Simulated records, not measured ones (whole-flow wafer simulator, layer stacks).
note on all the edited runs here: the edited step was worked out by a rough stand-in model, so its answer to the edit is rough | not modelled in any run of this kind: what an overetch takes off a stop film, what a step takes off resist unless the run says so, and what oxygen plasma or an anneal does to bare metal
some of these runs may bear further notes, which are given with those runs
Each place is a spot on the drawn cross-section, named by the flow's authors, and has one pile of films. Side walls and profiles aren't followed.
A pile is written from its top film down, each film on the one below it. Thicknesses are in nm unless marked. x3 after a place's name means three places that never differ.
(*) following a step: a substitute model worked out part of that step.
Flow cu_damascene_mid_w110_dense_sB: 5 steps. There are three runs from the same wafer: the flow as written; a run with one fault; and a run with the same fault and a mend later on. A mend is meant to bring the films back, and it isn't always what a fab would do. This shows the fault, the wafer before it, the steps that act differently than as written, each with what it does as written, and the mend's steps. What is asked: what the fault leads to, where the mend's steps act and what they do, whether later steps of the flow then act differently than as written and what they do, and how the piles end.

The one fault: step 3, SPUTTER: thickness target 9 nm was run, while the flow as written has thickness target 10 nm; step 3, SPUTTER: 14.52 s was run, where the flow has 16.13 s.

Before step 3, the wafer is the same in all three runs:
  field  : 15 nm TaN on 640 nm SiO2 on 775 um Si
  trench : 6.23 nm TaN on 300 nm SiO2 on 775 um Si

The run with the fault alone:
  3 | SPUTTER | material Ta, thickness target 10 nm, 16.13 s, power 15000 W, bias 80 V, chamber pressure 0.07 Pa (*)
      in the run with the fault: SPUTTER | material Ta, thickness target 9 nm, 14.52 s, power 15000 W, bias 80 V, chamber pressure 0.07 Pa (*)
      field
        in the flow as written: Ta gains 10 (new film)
        in the run with the fault: Ta gains 9 (new film)
  None of the later steps of the flow differs from how it acts as written, at any place that is followed, by more than 2% or 0.5 nm, whichever is larger.
  By the end, the piles at field depart from the flow's by more than 2% or 0.5 nm, whichever is larger.
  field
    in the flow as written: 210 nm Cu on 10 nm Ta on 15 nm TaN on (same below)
    in the run with the fault: 210 nm Cu on 9 nm Ta on 15 nm TaN on (same below)

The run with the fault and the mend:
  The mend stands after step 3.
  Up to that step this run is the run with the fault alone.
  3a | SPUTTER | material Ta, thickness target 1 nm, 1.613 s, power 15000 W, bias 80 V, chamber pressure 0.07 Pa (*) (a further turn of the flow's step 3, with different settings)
      field
        Ta gains 1
      trench
        Ta gains 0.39
  None of the later steps of the flow acts differently than as written at any place that is followed.
  At the end the piles are close to the flow's at the places that both follow, differing by at most 2% or 0.5 nm, whichever is larger.
